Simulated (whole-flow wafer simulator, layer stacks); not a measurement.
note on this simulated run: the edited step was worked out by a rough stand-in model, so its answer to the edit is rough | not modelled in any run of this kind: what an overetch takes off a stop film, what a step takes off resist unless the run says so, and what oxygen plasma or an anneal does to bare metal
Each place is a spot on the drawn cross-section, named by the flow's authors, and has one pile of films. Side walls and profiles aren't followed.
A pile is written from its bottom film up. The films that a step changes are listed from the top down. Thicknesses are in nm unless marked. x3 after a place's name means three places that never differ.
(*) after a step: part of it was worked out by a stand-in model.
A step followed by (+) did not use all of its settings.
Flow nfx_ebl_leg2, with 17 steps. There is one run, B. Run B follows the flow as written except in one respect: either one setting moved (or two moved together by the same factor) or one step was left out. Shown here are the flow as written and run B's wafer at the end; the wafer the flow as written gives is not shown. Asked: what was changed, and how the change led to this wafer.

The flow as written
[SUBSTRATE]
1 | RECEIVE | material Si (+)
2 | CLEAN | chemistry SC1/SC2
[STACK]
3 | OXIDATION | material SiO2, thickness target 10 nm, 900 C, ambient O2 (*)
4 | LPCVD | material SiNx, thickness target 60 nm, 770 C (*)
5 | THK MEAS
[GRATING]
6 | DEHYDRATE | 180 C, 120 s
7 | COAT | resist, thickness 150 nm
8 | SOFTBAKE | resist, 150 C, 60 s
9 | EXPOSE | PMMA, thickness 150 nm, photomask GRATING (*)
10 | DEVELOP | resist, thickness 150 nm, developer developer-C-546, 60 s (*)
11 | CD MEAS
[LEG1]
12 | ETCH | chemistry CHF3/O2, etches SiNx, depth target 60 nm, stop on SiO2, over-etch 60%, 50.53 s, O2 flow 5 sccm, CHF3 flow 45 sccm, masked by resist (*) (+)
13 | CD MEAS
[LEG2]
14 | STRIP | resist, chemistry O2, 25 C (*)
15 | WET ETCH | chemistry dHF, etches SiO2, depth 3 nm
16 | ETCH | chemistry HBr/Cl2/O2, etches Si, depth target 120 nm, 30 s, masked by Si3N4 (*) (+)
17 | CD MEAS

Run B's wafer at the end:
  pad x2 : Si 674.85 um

The reason: step 16, ETCH: depth target 141 nm was run, whereas the flow has depth target 120 nm.

How this came from the change, step by step:
  16 | ETCH | chemistry HBr/Cl2/O2, etches Si, depth target 120 nm, 30 s, masked by Si3N4 (*) (+)
      pad x2: Si loses 141 (as written it would have been: Si loses 120)
